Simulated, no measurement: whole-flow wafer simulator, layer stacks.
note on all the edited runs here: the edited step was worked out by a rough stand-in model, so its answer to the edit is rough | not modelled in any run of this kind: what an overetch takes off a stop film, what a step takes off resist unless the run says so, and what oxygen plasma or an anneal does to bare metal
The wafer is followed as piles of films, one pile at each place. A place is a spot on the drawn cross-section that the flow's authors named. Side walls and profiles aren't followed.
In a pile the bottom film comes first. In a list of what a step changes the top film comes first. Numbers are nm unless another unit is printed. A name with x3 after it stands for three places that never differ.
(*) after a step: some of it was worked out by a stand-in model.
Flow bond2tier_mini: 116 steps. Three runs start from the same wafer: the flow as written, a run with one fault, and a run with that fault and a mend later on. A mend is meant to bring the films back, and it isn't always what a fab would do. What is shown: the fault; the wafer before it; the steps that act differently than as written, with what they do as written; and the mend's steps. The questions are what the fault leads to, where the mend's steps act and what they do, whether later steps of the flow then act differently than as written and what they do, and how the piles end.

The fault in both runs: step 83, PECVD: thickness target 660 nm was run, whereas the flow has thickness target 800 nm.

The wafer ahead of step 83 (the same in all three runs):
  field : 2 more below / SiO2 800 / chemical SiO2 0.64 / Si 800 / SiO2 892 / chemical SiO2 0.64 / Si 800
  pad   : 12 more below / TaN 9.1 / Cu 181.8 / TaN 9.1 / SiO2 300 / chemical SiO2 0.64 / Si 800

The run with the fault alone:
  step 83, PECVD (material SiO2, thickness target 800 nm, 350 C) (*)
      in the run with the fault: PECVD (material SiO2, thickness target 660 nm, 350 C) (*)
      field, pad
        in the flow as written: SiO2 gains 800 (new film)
        in the run with the fault: SiO2 gains 660 (new film)
  Every later step of the flow that is run acts as written at every place that is followed.
  At field, pad, the piles at the end differ from the flow's by more than 2% or 0.5 nm, whichever is larger.
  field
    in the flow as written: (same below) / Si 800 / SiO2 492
    in the run with the fault: (same below) / Si 800 / SiO2 352
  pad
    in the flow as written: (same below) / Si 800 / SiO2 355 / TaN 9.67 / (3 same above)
    in the run with the fault: (same below) / Si 800 / SiO2 215 / TaN 9.67 / (3 same above)

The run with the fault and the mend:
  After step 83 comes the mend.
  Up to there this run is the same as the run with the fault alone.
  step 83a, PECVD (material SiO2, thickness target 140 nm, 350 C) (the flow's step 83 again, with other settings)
      field, pad
        SiO2 gains 140
  Every later step of the flow that is run acts as written at every place that is followed.
  The piles end the same as the flow's at every place that both follow.
